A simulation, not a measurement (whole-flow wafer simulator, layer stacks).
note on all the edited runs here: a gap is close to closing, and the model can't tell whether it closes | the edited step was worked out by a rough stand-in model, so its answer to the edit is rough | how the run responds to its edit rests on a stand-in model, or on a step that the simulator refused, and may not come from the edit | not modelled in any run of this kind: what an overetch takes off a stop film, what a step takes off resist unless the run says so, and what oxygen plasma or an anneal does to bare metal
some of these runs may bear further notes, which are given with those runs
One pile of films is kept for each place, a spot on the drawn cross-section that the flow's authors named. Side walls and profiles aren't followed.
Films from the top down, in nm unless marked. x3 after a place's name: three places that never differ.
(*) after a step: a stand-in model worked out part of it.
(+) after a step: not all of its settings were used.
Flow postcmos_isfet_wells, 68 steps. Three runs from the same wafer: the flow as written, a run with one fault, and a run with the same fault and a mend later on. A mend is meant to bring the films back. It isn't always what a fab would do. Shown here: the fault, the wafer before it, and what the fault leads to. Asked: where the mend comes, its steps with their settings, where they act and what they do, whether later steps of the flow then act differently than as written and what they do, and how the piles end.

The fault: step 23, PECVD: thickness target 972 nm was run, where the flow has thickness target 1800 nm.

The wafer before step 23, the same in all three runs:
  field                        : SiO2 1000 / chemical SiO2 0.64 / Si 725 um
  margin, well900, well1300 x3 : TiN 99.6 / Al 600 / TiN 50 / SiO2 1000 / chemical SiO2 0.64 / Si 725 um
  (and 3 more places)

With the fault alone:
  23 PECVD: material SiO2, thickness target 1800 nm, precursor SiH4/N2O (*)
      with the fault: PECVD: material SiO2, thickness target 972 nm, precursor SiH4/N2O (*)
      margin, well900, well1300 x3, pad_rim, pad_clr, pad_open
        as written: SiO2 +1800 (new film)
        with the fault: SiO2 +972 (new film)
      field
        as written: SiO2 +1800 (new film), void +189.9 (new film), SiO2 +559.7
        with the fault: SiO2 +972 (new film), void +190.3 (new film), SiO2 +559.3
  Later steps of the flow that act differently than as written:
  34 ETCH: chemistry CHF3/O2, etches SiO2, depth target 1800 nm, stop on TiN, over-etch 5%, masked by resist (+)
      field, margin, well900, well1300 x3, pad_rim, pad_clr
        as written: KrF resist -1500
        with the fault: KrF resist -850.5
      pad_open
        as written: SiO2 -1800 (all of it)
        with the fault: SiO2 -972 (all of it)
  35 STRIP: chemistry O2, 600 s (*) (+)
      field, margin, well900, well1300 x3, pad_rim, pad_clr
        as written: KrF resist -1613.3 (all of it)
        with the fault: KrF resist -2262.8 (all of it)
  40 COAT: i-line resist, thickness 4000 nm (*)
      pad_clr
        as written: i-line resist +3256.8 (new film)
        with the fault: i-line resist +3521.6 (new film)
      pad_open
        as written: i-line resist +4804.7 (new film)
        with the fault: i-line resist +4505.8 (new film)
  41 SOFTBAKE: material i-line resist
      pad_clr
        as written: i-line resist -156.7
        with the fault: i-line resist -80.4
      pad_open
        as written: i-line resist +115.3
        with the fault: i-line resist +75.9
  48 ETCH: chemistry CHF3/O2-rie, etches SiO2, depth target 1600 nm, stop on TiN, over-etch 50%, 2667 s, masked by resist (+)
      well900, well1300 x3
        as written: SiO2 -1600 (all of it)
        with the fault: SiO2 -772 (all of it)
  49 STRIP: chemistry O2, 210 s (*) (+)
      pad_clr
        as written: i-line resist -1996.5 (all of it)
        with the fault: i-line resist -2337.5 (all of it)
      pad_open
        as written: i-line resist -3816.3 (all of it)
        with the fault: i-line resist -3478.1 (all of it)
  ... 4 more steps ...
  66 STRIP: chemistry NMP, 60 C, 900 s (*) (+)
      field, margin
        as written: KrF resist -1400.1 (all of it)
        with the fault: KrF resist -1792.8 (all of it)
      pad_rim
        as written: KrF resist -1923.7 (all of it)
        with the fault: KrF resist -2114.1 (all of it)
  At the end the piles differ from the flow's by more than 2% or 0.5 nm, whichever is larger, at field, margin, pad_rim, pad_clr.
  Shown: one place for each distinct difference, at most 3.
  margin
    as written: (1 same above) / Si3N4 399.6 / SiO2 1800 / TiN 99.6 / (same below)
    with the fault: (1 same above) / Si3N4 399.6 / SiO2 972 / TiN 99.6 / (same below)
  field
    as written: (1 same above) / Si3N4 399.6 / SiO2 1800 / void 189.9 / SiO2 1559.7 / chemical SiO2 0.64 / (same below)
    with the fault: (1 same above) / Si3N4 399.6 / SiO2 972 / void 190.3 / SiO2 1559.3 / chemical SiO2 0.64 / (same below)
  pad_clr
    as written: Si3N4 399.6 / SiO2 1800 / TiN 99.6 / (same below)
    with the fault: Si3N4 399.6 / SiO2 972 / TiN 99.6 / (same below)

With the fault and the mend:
  The mend comes after step 23.
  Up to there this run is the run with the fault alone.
  23a PECVD: material SiO2, thickness target 828 nm, precursor SiH4/N2O (*) (the flow's step 23 once more, with other settings)
      field, margin, well900, well1300 x3, pad_rim, pad_clr, pad_open
        SiO2 +828
  No later step of the flow acts differently than as written at any place that is followed.
  At the end the piles differ from the flow's only slightly at the places that both follow, by at most 2% or 0.5 nm, whichever is larger.
